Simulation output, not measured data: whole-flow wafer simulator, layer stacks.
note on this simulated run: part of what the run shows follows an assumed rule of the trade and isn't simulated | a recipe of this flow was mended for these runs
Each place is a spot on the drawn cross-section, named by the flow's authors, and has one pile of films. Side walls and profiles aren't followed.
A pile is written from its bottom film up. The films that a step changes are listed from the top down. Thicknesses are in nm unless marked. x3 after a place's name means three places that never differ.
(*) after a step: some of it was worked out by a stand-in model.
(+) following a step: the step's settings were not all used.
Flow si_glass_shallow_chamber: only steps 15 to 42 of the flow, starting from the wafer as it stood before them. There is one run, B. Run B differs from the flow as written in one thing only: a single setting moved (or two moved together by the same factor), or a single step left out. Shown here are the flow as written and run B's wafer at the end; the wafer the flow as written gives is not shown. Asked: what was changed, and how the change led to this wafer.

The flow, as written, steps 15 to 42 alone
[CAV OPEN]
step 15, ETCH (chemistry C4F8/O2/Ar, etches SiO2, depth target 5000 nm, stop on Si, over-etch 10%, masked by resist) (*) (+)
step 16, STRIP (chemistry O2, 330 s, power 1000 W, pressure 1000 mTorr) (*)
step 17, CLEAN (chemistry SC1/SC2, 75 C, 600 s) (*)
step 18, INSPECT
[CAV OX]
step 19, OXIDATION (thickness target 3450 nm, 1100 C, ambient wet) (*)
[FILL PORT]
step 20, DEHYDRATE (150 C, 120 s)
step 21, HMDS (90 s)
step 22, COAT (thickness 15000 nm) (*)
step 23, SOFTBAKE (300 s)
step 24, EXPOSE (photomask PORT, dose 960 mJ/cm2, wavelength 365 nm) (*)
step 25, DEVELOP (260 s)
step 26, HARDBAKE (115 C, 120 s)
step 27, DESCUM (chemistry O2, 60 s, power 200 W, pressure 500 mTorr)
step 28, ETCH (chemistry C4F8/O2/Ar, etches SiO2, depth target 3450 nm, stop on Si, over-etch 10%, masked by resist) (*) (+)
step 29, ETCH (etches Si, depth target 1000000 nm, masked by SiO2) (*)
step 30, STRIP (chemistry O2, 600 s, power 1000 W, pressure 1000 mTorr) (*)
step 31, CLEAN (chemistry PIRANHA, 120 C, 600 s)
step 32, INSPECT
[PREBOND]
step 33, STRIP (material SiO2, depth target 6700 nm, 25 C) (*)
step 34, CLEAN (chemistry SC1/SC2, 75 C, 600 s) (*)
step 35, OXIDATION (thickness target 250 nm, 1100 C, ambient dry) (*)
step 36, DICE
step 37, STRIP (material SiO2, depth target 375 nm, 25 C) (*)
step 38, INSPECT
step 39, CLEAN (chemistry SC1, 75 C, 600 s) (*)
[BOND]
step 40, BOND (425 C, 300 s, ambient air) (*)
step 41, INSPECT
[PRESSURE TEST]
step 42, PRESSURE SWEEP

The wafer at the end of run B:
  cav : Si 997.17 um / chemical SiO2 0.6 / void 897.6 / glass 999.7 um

Cause: step 15, ETCH: depth target 4250 nm was run, though the flow has depth target 5000 nm.

The path from the change to this, step by step:
  step 15, ETCH (chemistry C4F8/O2/Ar, etches SiO2, depth target 5000 nm, stop on Si, over-etch 10%, masked by resist) (*) (+)
      cav, port: SiO2 loses 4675 (it would be, as written: SiO2 loses 5000 (all of it), Si loses 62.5)
      rim, ramp, septum, ring: thick-i-line-resist loses 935 (it would be, as written: thick-i-line-resist loses 1100)
  step 16, STRIP (chemistry O2, 330 s, power 1000 W, pressure 1000 mTorr) (*)
      cav, port: nothing (it would be, as written: chemical SiO2 gains 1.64 (new film), Si loses 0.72)
      rim, ramp, septum, ring: thick-i-line-resist loses 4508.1 (all of it) (it would be, as written: thick-i-line-resist loses 4343.1 (all of it))
  step 17, CLEAN (chemistry SC1/SC2, 75 C, 600 s) (*)
      cav, port: SiO2 loses 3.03 (it would be, as written: chemical SiO2 loses 1.04, Si loses 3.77)
  step 19, OXIDATION (thickness target 3450 nm, 1100 C, ambient wet) (*)
      cav, port: SiO2 gains 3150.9, Si loses 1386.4 (it would be, as written: SiO2 gains 3450 (new film), chemical SiO2 loses 0.6 (all of it), Si loses 1517.7)
  step 22, COAT (thickness 15000 nm) (*)
      rim: thick-i-line-resist gains 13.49 um (new film) (it would be, as written: thick-i-line-resist gains 13.4 um (new film))
      ramp: thick-i-line-resist gains 13.01 um (new film) (it would be, as written: thick-i-line-resist gains 12.89 um (new film))
      (and at 3 other places as well)
  step 23, SOFTBAKE (300 s)
      rim: thick-i-line-resist loses 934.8 (it would be, as written: thick-i-line-resist loses 997)
      ramp: thick-i-line-resist loses 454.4 (it would be, as written: thick-i-line-resist loses 487.1)
      (and at 4 other places as well)
  step 25, DEVELOP (260 s)
      port: thick-i-line-resist loses 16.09 um (all of it) (it would be, as written: thick-i-line-resist loses 16.16 um (all of it))
  step 28, ETCH (chemistry C4F8/O2/Ar, etches SiO2, depth target 3450 nm, stop on Si, over-etch 10%, masked by resist) (*) (+)
      port: SiO2 loses 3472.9 (all of it), Si loses 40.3 (it would be, as written: SiO2 loses 3450 (all of it), Si loses 43.1)
  step 29, ETCH (etches Si, depth target 1000000 nm, masked by SiO2) (*)
      rim, ramp: thick-i-line-resist loses 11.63 um (all of it), SiO2 loses 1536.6 (it would be, as written: thick-i-line-resist loses 11.47 um (all of it), SiO2 loses 1617.3)
      port: hole gains 997.25 um (new film), Si loses 997.25 um (all of it) (it would be, as written: hole gains 997.05 um (new film), Si loses 997.05 um (all of it))
      (and at 2 other places as well)
  step 30, STRIP (chemistry O2, 600 s, power 1000 W, pressure 1000 mTorr) (*)
      cav: thick-i-line-resist loses 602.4 (all of it) (it would be, as written: thick-i-line-resist loses 669.6 (all of it))
  step 40, BOND (425 C, 300 s, ambient air) (*)
      cav: glass gains 999.7 um (new film), void gains 897.6 (new film) (it would be, as written: glass gains 999.7 um (new film), void gains 1095.9 (new film))
      port: glass gains 999.7 um (new film), hole gains 816.1 (it would be, as written: glass gains 999.7 um (new film), hole gains 1017.3)
